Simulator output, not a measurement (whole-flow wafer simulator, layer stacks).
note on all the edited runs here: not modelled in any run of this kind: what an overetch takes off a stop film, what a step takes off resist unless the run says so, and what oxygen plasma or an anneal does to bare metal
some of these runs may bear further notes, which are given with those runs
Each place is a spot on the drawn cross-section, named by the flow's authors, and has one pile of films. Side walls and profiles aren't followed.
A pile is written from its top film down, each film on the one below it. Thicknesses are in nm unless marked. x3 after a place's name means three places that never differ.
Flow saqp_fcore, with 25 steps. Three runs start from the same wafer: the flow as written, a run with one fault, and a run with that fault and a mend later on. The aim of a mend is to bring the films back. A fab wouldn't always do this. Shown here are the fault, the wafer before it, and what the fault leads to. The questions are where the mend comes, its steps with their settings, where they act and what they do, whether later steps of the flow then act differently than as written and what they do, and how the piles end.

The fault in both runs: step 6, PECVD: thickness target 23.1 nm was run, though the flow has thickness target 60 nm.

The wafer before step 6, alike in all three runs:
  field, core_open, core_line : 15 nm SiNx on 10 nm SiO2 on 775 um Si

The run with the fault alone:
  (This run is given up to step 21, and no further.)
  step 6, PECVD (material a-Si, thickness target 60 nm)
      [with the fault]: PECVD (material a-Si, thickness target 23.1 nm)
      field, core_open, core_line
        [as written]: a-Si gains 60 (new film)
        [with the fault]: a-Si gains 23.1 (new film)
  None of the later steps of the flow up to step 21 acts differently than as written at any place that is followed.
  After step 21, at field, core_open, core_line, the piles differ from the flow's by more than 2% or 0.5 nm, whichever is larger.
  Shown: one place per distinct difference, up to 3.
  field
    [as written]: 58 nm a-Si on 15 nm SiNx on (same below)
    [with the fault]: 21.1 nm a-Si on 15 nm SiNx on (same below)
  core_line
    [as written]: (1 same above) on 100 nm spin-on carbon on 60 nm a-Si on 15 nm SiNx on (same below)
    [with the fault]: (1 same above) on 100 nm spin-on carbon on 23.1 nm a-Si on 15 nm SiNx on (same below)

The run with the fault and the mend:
  After step 7 comes the mend.
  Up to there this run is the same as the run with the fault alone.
  step 7a, PECVD (material a-Si, thickness target 36.9 nm) (a further turn of the flow's step 6, with different settings)
      field, core_open, core_line
        a-Si gains 36.9
  None of the later steps of the flow acts differently than as written at any place that is followed.
  At every place that both follow, the piles at the end match the flow's.
